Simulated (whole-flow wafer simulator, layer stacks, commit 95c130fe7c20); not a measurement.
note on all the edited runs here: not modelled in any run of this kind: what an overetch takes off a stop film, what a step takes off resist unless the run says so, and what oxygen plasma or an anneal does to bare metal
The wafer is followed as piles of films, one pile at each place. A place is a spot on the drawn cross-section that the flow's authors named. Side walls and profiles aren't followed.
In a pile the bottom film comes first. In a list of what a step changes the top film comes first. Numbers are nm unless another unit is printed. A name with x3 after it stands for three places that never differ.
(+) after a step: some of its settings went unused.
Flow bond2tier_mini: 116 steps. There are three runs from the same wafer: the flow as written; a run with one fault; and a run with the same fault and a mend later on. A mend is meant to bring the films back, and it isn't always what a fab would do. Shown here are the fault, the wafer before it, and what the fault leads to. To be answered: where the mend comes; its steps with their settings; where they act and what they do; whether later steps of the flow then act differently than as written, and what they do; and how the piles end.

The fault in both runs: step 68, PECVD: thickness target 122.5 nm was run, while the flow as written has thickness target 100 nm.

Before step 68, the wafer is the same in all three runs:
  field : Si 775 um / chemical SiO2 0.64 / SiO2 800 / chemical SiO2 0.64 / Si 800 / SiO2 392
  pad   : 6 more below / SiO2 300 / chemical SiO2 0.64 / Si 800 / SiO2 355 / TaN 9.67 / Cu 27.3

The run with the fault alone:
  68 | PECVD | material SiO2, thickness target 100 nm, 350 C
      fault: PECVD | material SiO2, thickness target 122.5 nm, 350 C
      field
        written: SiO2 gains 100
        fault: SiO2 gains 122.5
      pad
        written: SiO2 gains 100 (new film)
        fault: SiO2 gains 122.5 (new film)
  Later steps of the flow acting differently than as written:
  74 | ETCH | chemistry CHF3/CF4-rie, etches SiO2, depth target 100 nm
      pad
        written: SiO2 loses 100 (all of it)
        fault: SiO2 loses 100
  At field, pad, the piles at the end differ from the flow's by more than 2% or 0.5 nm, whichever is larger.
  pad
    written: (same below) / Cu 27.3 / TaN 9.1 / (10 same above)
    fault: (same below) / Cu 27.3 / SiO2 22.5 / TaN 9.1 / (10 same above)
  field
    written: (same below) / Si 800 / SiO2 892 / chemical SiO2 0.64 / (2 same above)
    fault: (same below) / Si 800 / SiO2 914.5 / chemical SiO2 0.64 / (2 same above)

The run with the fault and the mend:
  The mend stands after step 73.
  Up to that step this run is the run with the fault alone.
  73a | STRIP | chemistry O2, over-ash 100% (+)
      field
        KrF resist loses 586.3 (all of it)
  73b | ETCH | chemistry CHF3/CF4-rie, etches SiO2, depth target 22.5 nm (the flow's step 62, run once more with other settings)
      field, pad
        SiO2 loses 22.5
  73c | COAT | KrF resist, thickness 600 nm (the flow's step 69, run once more)
      field, pad
        KrF resist gains 600 (new film)
  73d | SOFTBAKE | KrF resist (the flow's step 70, run once more)
      alters no film at any place that is followed
  73e | EXPOSE | photomask T2PAD, NA 0.6 (the flow's step 71, run once more)
      alters no film at any place that is followed
  73f | PEB | KrF resist (the flow's step 72, run once more)
      alters no film at any place that is followed
  73g | DEVELOP | developer TMAH-0.26N, 60 s (the flow's step 73, run once more)
      field
        KrF resist loses 13.7
      pad
        KrF resist loses 600 (all of it)
  None of the later steps of the flow acts differently than as written at any place that is followed.
  The piles end the same as the flow's at every place that both follow.
